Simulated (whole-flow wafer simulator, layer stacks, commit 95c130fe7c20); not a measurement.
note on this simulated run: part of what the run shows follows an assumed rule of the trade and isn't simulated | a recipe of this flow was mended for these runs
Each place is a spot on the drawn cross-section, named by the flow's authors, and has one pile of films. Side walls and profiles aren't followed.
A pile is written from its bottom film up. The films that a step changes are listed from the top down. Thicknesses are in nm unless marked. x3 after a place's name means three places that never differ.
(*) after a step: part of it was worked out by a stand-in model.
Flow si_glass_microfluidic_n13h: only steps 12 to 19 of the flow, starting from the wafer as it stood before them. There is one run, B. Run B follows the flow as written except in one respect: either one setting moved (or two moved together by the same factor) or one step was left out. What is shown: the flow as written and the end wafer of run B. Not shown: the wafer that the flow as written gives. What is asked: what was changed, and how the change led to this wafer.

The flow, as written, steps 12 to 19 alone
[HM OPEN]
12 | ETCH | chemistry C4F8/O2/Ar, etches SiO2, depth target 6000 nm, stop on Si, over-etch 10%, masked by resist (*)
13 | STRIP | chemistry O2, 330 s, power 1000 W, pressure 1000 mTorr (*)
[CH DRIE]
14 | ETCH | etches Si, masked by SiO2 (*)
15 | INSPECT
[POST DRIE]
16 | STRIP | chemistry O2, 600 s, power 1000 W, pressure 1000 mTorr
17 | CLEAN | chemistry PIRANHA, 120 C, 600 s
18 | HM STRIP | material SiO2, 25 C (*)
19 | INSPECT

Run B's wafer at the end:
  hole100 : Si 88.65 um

The reason: step 12, ETCH: depth target 7397 nm was run, though the flow has depth target 6000 nm.

Step by step, how the change led to this:
  12 | ETCH | chemistry C4F8/O2/Ar, etches SiO2, depth target 6000 nm, stop on Si, over-etch 10%, masked by resist (*)
      land: thick-i-line-resist loses 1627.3 (it would be, as written: thick-i-line-resist loses 1320)
      hole100: SiO2 loses 6000 (all of it), Si loses 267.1 (it would be, as written: SiO2 loses 6000 (all of it), Si loses 75)
  13 | STRIP | chemistry O2, 330 s, power 1000 W, pressure 1000 mTorr (*)
      land: thick-i-line-resist loses 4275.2 (all of it) (it would be, as written: thick-i-line-resist loses 4582.5 (all of it))
